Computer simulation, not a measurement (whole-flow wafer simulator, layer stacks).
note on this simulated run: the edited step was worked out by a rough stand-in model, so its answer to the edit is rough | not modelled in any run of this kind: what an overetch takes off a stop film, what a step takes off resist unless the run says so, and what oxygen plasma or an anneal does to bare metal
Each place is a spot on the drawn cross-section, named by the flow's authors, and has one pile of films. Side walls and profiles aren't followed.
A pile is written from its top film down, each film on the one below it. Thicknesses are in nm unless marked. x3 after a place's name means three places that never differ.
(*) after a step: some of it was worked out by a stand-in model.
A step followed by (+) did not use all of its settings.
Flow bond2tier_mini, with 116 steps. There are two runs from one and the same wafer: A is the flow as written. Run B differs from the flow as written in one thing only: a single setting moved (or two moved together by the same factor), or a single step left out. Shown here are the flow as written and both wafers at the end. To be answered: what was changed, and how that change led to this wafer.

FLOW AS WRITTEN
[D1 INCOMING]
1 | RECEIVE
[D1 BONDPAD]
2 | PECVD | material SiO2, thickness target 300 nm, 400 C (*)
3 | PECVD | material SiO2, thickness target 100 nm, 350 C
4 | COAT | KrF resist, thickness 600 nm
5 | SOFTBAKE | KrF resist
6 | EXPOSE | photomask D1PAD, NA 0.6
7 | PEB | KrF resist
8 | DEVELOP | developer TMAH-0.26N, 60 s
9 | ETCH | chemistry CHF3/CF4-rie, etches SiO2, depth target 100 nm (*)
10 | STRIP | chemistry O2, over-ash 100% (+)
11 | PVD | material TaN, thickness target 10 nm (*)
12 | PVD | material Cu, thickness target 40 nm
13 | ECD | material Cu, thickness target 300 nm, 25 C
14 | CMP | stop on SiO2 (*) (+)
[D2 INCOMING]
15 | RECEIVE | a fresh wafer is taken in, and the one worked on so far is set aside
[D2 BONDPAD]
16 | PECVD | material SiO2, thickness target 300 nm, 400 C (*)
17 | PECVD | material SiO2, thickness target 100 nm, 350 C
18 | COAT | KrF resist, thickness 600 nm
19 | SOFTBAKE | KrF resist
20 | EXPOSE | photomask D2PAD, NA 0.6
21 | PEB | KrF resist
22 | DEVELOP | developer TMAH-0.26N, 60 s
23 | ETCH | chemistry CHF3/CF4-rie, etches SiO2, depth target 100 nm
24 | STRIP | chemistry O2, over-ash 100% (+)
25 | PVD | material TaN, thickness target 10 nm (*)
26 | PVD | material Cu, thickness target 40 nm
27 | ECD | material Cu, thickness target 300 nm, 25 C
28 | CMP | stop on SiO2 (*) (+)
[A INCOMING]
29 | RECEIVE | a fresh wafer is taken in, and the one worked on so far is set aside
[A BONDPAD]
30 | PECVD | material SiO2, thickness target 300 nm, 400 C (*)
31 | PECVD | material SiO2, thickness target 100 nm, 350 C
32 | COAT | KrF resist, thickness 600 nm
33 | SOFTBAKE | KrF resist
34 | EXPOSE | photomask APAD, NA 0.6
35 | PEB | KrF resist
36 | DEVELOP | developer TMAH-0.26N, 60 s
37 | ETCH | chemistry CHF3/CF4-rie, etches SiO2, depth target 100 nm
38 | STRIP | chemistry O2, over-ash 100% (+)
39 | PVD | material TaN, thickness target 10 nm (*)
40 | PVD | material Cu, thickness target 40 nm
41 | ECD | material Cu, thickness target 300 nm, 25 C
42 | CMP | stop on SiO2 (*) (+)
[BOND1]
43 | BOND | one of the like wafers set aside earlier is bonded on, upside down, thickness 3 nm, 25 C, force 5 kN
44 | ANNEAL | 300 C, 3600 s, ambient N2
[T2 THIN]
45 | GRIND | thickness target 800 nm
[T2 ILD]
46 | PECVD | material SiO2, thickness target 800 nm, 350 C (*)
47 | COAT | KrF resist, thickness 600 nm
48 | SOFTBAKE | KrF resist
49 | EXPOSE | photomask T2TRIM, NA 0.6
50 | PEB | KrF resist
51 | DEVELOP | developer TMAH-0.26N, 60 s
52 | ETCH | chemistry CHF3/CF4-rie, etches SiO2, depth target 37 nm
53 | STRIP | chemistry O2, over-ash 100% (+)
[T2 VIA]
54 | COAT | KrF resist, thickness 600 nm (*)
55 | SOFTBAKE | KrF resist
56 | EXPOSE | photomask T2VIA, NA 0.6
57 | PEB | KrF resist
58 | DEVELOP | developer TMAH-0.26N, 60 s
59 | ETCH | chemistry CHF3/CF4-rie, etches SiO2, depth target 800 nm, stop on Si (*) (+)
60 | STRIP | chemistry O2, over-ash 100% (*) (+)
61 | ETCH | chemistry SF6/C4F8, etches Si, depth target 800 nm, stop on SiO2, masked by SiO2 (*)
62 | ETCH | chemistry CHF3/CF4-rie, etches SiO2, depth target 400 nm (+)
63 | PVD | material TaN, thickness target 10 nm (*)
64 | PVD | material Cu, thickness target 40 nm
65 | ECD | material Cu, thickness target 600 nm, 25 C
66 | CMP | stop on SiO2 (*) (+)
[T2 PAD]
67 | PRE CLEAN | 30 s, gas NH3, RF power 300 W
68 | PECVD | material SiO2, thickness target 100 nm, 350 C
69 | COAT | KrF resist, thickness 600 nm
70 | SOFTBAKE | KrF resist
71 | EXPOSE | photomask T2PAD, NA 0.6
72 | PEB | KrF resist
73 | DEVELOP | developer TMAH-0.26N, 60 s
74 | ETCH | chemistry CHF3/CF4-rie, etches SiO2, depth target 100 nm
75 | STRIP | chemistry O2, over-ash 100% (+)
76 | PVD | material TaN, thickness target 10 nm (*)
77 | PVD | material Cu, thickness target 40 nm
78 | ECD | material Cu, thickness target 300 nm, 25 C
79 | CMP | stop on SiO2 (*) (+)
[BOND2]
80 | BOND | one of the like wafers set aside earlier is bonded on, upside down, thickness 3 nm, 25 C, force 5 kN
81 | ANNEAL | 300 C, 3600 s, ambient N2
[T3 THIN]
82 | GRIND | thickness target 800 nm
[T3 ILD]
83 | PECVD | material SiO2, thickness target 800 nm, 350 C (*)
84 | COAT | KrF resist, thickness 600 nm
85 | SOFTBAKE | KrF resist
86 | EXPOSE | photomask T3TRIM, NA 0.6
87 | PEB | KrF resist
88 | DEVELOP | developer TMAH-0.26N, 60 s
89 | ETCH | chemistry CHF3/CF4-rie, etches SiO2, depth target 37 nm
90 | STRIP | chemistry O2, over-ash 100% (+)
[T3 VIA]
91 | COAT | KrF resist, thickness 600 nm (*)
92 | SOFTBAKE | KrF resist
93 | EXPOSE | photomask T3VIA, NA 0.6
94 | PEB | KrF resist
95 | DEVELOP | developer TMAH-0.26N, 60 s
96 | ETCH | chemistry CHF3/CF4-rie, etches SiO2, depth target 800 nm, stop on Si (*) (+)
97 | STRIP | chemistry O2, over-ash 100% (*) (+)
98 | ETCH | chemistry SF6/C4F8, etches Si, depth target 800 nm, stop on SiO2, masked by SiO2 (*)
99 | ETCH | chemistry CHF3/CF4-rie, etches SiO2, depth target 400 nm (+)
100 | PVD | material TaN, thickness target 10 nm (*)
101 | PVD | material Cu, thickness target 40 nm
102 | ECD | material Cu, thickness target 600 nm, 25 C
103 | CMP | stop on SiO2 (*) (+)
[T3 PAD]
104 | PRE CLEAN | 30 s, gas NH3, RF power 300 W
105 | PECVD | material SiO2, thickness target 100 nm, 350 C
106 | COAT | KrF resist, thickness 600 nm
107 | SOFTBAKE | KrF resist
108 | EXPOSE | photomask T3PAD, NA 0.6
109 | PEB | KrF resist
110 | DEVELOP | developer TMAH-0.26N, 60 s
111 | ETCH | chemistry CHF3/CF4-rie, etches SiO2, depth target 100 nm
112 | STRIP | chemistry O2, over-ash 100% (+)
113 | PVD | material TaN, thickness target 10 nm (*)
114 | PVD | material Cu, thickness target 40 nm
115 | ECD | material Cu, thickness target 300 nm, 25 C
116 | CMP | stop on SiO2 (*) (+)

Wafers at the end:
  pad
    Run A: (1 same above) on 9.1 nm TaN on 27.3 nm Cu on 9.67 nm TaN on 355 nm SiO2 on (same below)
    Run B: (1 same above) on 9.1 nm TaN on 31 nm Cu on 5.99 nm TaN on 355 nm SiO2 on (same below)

Cause: step 100, PVD: thickness target 6.2 nm was run, while the flow as written has thickness target 10 nm.

How this came from the change, step by step:
  100 | PVD | material TaN, thickness target 10 nm (*)
      field: A TaN gains 10 (new film) | B TaN gains 6.2 (new film)
      pad: A TaN gains 9.67 (new film) | B TaN gains 5.99 (new film)
  103 | CMP | stop on SiO2 (*) (+)
      field: A Cu loses 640 (all of it), TaN loses 10 (all of it) | B Cu loses 640 (all of it), TaN loses 6.2 (all of it)
